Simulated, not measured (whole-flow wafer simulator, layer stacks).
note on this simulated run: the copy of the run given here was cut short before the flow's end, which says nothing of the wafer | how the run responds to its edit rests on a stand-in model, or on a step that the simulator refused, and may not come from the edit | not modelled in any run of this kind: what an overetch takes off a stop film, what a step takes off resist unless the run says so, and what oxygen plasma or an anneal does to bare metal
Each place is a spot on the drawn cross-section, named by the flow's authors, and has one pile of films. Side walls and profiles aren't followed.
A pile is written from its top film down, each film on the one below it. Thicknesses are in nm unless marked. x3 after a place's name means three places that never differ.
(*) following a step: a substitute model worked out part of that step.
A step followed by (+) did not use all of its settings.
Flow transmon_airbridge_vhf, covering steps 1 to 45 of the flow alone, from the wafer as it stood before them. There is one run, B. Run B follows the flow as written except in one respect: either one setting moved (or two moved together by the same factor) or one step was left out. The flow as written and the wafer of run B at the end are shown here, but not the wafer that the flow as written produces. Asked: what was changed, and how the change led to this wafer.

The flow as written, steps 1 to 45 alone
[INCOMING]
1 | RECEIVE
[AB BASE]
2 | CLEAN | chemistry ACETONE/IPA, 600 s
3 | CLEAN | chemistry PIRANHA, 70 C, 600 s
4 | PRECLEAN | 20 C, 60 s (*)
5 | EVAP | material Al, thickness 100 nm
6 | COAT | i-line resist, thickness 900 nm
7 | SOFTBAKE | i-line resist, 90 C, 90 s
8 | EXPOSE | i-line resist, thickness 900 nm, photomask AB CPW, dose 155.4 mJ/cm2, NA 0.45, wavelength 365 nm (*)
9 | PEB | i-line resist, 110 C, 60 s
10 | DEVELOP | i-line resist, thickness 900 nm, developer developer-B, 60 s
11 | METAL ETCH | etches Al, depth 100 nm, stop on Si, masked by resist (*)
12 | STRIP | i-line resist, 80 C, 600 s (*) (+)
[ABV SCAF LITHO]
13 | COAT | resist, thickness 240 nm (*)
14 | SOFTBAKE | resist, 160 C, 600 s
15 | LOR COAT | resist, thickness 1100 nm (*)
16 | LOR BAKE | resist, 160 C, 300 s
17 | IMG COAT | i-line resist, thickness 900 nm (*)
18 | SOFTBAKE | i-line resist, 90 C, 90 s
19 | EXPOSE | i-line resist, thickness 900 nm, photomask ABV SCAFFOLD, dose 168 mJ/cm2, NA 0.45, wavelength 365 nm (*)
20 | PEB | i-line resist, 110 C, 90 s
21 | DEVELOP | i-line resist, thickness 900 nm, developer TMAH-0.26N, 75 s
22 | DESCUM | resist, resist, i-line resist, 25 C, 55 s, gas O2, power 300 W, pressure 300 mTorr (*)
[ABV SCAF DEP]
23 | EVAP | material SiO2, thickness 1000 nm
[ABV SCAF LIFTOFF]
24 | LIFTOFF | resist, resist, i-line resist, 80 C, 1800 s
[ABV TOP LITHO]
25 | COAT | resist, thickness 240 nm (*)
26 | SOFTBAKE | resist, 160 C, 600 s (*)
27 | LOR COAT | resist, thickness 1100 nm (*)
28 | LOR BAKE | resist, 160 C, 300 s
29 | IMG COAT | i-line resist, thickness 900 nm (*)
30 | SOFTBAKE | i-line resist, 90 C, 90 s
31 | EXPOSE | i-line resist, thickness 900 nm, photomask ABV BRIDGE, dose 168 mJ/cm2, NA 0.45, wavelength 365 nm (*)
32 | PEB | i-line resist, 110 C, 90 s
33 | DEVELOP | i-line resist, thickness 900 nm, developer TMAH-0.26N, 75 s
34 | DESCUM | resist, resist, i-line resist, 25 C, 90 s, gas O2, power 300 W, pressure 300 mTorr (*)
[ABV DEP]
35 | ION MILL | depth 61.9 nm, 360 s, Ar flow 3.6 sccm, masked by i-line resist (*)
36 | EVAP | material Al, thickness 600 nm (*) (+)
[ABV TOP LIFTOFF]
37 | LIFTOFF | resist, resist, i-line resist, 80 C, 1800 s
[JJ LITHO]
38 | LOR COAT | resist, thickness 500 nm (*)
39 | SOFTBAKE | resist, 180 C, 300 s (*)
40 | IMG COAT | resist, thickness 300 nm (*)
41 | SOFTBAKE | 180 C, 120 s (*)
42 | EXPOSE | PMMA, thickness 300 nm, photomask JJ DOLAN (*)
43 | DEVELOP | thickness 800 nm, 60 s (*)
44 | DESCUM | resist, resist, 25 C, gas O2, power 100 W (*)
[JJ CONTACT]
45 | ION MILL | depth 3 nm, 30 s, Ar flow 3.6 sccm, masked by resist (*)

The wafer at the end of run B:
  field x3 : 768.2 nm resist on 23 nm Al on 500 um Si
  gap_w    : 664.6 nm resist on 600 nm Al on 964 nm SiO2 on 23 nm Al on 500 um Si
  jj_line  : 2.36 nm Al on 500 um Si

Cause: step 5, EVAP: thickness 123 nm was run, while the flow as written has thickness 100 nm.

Step by step, how the change led to this:
  5 | EVAP | material Al, thickness 100 nm
      field x3, jj_line, ground_far and 12 more: Al gains 123 (new film) (it would be, as written: Al gains 100 (new film))
  11 | METAL ETCH | etches Al, depth 100 nm, stop on Si, masked by resist (*)
      field x3, jj_line, gap_w, gap_e: Al loses 100 (it would be, as written: Al loses 100 (all of it))
  45 | ION MILL | depth 3 nm, 30 s, Ar flow 3.6 sccm, masked by resist (*)
      jj_line: Al loses 20.6 (it would be, as written: Si loses 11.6)
With metal films that touch counted as one body, field x3 has 1 body; the flow as written gives 0 bodies.
With metal films that touch counted as one body, gap_w has 2 bodies (between them, from the top down: SiO2 964); the flow as written gives 1 body.
With metal films that touch counted as one body, jj_line has 1 body; the flow as written gives 0 bodies.
